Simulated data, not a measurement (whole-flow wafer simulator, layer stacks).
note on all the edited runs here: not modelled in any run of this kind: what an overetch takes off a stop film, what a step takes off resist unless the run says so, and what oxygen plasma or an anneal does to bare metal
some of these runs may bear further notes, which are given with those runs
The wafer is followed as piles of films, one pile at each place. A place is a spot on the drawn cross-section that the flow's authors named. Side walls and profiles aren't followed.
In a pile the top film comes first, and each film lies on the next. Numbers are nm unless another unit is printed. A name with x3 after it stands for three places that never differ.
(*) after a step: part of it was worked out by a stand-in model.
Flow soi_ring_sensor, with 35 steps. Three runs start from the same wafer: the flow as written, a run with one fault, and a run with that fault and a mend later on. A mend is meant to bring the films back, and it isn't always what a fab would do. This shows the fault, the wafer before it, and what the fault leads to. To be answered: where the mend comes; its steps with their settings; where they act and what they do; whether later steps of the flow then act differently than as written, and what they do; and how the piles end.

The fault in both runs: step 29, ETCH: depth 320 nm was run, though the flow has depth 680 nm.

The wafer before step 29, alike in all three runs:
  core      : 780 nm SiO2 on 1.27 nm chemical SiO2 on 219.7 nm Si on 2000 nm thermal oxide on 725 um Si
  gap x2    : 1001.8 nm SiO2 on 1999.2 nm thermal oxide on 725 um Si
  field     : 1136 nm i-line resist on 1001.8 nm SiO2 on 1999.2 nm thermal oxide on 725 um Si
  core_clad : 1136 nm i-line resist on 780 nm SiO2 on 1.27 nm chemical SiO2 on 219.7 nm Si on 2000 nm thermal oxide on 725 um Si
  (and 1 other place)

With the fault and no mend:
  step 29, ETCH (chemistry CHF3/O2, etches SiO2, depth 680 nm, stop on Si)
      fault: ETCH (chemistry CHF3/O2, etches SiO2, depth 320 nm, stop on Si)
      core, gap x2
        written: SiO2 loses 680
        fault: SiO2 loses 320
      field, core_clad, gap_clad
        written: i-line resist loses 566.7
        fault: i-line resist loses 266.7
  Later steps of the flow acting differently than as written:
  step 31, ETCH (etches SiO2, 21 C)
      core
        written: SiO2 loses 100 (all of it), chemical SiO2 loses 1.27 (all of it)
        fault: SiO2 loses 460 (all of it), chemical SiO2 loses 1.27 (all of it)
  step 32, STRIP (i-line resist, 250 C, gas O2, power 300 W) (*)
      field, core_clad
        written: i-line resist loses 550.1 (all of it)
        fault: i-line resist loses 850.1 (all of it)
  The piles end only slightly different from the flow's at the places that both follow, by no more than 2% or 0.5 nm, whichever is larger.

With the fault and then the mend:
  The mend stands after step 29.
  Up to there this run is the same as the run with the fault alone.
  step 29a, ETCH (chemistry CHF3/O2, etches SiO2, depth 360 nm, stop on Si) (the flow's step 29 again, with other settings)
      core, gap x2
        SiO2 loses 360
      field, core_clad, gap_clad
        i-line resist loses 300
  Later steps of the flow that are run all act as written at every place that is followed.
  At every place that both follow, the piles at the end match the flow's.
